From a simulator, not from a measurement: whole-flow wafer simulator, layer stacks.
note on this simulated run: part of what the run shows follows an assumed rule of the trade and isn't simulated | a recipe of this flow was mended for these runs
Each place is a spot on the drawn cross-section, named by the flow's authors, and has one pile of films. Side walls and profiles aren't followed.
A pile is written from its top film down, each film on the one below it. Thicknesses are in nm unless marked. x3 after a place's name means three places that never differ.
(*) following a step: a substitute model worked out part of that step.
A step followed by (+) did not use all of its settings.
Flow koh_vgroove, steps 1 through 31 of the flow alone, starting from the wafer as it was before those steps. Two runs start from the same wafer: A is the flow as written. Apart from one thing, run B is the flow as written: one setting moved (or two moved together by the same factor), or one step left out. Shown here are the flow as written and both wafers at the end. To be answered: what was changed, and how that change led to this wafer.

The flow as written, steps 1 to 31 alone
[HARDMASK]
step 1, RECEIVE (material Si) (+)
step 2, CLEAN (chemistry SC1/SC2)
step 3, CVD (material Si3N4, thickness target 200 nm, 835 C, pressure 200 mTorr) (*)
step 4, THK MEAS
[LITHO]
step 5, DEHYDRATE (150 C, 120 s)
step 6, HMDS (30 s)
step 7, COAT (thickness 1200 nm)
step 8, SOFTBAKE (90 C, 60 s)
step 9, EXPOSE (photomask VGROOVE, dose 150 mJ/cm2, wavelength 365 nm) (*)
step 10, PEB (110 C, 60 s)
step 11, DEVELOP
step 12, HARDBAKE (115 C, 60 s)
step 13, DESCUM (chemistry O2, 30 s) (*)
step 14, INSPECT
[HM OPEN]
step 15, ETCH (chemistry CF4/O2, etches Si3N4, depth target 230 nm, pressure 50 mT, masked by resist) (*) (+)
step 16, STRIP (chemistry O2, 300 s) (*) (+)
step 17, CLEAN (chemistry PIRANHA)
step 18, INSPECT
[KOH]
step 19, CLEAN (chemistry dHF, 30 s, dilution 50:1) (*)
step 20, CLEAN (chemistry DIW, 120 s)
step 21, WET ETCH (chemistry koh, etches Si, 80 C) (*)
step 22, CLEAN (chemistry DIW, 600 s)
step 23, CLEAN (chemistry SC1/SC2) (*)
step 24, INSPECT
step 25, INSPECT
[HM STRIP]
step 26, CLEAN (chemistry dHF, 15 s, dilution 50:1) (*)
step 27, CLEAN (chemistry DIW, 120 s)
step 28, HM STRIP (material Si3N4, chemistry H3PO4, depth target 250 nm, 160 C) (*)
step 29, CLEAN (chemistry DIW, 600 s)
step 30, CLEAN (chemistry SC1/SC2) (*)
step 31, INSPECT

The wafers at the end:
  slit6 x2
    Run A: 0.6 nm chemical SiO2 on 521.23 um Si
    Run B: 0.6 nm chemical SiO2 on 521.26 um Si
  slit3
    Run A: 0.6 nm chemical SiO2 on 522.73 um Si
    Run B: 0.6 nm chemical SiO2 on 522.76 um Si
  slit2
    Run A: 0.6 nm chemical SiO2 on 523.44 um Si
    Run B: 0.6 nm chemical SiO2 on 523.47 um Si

What caused this: step 15, ETCH: depth target 200.1 nm was run, while the flow as written has depth target 230 nm.

The path from the change to this, step by step:
  step 15, ETCH (chemistry CF4/O2, etches Si3N4, depth target 230 nm, pressure 50 mT, masked by resist) (*) (+)
      slit3, slit2, slit6 x2: A Si3N4 loses 200 (all of it), chemical SiO2 loses 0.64 (all of it), Si loses 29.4 | B Si3N4 loses 200 (all of it), chemical SiO2 loses 0.1
      field: A i-line-resist loses 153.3 | B i-line-resist loses 133.4
  step 16, STRIP (chemistry O2, 300 s) (*) (+)
      slit3, slit2, slit6 x2: A chemical SiO2 gains 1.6 (new film), Si loses 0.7 | B chemical SiO2 gains 1.06, Si loses 0.47
      field: A i-line-resist loses 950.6 (all of it) | B i-line-resist loses 970.5 (all of it)
